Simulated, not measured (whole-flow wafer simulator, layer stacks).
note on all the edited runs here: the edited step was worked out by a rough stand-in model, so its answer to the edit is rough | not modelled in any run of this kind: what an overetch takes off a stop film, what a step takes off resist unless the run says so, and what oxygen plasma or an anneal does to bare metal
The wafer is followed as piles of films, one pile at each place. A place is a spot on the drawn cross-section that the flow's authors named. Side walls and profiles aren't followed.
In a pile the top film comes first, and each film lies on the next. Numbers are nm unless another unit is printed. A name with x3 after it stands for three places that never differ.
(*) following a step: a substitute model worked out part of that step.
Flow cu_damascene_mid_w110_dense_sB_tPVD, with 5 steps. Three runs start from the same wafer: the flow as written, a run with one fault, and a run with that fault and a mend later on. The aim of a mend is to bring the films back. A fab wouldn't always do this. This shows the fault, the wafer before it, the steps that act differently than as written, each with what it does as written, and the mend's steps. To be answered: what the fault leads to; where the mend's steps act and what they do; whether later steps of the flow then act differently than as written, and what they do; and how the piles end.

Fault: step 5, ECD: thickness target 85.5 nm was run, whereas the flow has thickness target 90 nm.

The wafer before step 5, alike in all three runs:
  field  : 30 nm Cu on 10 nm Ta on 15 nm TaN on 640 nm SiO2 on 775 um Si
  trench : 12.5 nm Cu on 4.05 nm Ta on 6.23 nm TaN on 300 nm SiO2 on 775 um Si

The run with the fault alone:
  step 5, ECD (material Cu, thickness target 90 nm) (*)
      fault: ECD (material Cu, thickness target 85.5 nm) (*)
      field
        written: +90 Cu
        fault: +85.5 Cu
  Every later step of the flow that is run acts as written at every place that is followed.
  The piles end different from the flow's at field by more than 2% or 0.5 nm, whichever is larger.
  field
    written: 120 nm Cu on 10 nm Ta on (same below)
    fault: 115.5 nm Cu on 10 nm Ta on (same below)

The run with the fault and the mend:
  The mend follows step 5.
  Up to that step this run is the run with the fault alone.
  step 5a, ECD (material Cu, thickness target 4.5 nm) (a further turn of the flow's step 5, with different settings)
      field, trench
        +4.5 Cu
  Every later step of the flow that is run acts as written at every place that is followed.
  By the end, the piles equal the flow's at every place that both follow.
